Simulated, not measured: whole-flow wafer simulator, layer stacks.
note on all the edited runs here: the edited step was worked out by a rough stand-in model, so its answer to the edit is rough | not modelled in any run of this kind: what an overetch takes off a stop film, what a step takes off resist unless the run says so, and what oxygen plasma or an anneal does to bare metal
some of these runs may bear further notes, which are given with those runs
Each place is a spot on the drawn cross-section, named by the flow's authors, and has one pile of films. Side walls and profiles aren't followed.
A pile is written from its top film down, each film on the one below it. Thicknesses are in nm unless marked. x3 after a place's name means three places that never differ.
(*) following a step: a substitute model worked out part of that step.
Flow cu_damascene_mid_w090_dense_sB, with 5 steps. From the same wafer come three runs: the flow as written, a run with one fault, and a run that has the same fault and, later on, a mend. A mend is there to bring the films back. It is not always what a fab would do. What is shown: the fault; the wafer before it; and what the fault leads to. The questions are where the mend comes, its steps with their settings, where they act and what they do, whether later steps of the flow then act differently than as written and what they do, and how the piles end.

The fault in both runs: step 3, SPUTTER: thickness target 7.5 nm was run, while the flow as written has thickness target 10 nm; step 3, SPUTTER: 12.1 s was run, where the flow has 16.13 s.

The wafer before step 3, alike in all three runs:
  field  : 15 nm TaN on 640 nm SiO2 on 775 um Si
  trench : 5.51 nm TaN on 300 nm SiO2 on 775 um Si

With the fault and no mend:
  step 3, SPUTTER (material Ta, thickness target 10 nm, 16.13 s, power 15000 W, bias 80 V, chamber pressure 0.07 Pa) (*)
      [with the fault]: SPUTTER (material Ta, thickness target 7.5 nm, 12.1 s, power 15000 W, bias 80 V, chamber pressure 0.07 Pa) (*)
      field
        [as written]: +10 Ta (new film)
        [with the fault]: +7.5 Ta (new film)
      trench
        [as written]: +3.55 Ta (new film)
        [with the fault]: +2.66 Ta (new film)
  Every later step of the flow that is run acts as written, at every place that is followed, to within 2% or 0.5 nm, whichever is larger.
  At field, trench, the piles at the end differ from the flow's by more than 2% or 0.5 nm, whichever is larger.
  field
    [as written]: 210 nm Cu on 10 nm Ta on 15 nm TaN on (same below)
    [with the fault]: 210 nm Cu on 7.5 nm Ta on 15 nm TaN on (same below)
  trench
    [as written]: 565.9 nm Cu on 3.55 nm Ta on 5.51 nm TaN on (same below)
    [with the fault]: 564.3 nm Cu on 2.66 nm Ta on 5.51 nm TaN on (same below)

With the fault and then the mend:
  After step 3 comes the mend.
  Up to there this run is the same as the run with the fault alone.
  step 3a, SPUTTER (material Ta, thickness target 2.5 nm, 4.032 s, power 15000 W, bias 80 V, chamber pressure 0.07 Pa) (*) (a further turn of the flow's step 3, with different settings)
      field
        +2.5 Ta
      trench
        +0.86 Ta
  Every later step of the flow that is run acts as written at every place that is followed.
  The piles end only slightly different from the flow's at the places that both follow, by no more than 2% or 0.5 nm, whichever is larger.
